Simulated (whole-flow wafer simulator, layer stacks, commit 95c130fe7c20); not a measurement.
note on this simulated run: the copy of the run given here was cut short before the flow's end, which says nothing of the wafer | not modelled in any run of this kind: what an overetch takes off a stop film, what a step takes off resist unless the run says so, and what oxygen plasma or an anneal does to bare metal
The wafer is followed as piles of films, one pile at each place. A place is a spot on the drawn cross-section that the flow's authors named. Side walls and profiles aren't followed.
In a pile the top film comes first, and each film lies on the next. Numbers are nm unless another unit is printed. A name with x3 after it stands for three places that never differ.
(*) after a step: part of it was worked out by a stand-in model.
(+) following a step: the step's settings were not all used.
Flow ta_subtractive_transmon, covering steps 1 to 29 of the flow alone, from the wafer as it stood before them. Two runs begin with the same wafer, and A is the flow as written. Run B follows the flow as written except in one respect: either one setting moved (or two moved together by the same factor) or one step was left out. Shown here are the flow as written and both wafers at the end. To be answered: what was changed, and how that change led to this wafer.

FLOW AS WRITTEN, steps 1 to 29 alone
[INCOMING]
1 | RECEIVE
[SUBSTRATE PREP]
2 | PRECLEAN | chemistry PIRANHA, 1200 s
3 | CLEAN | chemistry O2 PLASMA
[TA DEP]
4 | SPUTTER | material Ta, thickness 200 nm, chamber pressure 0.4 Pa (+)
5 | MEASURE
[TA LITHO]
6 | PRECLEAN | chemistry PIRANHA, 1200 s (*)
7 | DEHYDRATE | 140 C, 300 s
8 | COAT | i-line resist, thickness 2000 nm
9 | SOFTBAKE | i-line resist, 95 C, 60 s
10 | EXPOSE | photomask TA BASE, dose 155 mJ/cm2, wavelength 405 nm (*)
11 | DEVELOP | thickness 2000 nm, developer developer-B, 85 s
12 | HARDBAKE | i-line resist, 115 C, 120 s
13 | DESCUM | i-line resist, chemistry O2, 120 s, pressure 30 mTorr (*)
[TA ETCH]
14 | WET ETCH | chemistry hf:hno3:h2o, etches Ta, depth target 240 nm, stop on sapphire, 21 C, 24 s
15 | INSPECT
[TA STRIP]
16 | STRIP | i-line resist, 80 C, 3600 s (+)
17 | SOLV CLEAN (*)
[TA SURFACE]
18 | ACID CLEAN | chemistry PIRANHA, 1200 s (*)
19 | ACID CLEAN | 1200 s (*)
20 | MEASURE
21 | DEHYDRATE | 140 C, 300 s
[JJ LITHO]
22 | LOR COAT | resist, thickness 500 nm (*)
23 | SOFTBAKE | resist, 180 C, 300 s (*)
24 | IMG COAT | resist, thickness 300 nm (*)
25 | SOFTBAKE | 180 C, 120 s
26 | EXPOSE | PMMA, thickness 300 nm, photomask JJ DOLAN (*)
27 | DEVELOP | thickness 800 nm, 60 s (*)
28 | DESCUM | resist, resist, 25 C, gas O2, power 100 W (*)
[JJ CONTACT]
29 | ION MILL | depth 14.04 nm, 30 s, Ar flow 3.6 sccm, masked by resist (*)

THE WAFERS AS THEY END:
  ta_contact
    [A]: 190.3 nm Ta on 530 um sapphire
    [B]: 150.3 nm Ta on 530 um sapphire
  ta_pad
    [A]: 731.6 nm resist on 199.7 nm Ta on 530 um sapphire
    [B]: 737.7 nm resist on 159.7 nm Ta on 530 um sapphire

What caused this: step 4, SPUTTER: thickness 160 nm was run, though the flow has thickness 200 nm.

How this came from the change, step by step:
  4 | SPUTTER | material Ta, thickness 200 nm, chamber pressure 0.4 Pa (+)
      field x2, jj_line, lead, ta_contact, ta_pad: A +200 Ta (new film) | B +160 Ta (new film)
  14 | WET ETCH | chemistry hf:hno3:h2o, etches Ta, depth target 240 nm, stop on sapphire, 21 C, 24 s
      field x2, jj_line, lead: A -200 Ta (all of it) | B -160 Ta (all of it)
  22 | LOR COAT | resist, thickness 500 nm (*)
      ta_contact: A +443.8 resist (new film) | B +454.2 resist (new film)
